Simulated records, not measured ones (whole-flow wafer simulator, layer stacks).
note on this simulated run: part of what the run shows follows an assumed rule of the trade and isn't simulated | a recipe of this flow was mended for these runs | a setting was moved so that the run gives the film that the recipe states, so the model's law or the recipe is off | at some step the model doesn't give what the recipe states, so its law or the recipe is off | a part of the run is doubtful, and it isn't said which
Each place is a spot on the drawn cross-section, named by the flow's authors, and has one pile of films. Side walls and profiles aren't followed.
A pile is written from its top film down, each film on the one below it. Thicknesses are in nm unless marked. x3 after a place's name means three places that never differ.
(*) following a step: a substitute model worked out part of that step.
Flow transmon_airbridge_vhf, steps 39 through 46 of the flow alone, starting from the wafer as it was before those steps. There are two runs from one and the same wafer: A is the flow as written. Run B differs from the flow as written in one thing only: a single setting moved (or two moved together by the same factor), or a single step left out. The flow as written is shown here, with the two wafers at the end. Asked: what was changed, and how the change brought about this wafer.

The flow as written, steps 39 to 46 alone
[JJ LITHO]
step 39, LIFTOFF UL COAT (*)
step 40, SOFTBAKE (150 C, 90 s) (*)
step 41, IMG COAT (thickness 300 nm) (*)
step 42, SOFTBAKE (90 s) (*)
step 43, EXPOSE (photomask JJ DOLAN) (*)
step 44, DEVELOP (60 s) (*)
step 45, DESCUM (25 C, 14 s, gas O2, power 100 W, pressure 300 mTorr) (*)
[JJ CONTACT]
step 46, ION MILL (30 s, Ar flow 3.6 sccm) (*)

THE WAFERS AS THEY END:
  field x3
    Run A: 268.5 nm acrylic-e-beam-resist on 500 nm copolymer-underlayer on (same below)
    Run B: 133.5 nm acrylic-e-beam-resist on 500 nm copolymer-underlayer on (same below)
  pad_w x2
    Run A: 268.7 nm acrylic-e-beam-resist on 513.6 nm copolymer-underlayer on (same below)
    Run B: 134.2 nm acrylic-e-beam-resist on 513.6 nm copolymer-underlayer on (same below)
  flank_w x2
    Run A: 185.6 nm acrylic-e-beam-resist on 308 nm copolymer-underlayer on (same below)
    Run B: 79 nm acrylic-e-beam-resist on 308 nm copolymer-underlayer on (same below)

Cause: step 41, IMG COAT: thickness 165 nm was run, though the flow has thickness 300 nm.

The path from the change to this, step by step:
  step 41, IMG COAT (thickness 300 nm) (*)
      field x3, jj_line, ground_far x3: A acrylic-e-beam-resist gains 300 (new film) | B acrylic-e-beam-resist gains 165 (new film)
      pad_w x2: A acrylic-e-beam-resist gains 300.2 (new film) | B acrylic-e-beam-resist gains 165.7 (new film)
      (also at 8 further places)
  step 44, DEVELOP (60 s) (*)
      jj_line: A acrylic-e-beam-resist loses 300 (all of it), copolymer-underlayer loses 500 (all of it) | B acrylic-e-beam-resist loses 165 (all of it), copolymer-underlayer loses 500 (all of it)
